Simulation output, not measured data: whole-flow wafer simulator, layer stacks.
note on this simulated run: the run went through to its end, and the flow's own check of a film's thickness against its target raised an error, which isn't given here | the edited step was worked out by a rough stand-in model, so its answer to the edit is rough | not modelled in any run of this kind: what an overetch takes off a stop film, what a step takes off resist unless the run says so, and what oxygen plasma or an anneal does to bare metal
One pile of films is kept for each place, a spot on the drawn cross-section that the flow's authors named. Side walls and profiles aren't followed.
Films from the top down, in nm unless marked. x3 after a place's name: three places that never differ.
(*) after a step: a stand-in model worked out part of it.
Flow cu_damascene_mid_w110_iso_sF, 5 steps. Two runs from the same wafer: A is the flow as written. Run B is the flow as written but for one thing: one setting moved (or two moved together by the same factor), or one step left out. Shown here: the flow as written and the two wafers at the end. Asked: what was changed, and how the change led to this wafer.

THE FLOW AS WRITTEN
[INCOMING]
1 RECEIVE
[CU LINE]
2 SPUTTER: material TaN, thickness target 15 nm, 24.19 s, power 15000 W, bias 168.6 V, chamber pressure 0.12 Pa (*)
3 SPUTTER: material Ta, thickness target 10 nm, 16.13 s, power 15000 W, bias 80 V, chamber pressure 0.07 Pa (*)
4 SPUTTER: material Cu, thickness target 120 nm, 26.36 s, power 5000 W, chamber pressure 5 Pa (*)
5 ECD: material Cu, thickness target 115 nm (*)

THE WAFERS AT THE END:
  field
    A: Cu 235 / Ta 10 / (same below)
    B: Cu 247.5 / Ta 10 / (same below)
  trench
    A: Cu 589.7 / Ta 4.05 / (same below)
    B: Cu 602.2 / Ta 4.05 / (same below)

The cause: step 4, SPUTTER: 29 s was run, where the flow has 26.36 s.

How the change led to this, step by step:
  4 SPUTTER: material Cu, thickness target 120 nm, 26.36 s, power 5000 W, chamber pressure 5 Pa (*)
      field: A Cu +120 (new film) | B Cu +132.5 (new film)
      trench: A Cu +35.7 (new film) | B Cu +39.4 (new film)
